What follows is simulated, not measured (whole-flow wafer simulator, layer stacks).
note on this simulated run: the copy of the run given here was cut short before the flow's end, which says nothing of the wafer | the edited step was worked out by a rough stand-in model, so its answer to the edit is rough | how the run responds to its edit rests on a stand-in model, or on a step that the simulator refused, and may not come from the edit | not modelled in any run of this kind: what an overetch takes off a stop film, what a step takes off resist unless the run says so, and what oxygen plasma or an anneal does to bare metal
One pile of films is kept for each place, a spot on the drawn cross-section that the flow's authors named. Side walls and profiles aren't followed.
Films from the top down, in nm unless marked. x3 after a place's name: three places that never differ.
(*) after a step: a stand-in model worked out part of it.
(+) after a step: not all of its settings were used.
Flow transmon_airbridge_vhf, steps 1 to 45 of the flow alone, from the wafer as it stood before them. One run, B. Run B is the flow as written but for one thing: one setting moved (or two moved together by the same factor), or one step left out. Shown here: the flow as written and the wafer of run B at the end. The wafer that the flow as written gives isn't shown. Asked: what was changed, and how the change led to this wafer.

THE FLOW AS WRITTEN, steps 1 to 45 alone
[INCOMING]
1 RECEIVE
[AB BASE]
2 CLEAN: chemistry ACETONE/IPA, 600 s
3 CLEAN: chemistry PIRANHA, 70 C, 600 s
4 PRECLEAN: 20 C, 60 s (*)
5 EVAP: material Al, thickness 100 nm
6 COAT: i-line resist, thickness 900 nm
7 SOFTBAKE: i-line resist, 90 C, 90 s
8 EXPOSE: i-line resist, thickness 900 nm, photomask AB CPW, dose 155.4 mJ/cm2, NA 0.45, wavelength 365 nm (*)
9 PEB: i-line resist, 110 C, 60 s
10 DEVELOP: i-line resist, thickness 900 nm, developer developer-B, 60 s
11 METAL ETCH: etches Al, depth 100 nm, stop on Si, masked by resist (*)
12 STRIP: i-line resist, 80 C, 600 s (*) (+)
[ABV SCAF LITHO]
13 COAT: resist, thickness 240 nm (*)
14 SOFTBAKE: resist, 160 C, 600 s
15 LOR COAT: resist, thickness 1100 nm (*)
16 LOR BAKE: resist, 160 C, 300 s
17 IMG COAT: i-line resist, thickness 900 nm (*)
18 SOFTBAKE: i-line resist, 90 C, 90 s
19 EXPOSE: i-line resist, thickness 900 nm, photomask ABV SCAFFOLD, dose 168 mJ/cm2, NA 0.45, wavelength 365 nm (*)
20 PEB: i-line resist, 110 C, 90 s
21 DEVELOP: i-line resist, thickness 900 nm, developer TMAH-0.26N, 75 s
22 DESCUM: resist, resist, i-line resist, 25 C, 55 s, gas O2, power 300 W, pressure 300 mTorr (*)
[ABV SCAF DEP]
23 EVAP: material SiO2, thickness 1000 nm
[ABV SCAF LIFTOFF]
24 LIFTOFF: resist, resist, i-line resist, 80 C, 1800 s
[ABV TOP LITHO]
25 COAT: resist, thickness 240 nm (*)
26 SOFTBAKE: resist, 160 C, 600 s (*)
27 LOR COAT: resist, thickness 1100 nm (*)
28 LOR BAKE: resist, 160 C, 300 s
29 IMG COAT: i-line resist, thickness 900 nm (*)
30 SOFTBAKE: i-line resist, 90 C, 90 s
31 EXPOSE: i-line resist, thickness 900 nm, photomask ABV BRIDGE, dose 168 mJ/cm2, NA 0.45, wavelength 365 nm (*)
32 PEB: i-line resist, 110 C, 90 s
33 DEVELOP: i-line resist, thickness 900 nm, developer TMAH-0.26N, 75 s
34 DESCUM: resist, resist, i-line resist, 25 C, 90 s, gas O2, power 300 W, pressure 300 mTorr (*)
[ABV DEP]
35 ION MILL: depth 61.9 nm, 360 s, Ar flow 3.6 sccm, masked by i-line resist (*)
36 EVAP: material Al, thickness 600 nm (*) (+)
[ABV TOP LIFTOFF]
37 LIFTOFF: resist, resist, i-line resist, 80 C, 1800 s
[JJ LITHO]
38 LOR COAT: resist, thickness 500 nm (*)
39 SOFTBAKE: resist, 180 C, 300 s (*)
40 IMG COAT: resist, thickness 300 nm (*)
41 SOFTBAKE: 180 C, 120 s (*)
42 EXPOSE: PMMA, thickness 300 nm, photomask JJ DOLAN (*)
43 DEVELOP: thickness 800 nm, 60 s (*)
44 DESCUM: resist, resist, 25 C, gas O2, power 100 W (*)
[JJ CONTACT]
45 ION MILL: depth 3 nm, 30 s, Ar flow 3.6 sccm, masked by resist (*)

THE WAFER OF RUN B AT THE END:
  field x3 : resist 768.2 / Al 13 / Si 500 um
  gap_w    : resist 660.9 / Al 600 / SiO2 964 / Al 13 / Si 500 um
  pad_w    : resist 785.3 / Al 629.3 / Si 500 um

The cause: step 11, METAL ETCH: depth 87 nm was run, where the flow has depth 100 nm.

How the change led to this, step by step:
  11 METAL ETCH: etches Al, depth 100 nm, stop on Si, masked by resist (*)
      field x3, jj_line, gap_w, gap_e: Al -87 (as written it would be: Al -100 (all of it))
      ground_far, pad_w, flank_w and 8 more: i-line resist -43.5 (as written it would be: i-line resist -50)
  45 ION MILL: depth 3 nm, 30 s, Ar flow 3.6 sccm, masked by resist (*)
      jj_line: Al -13 (all of it), Si -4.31 (as written it would be: Si -11.6)
Counting metal films that touch as one body, field x3 has 1 body; the flow as written gives 0 bodies.
Counting metal films that touch as one body, gap_w has 2 bodies (between them, from the top down: SiO2 964); the flow as written gives 1 body.
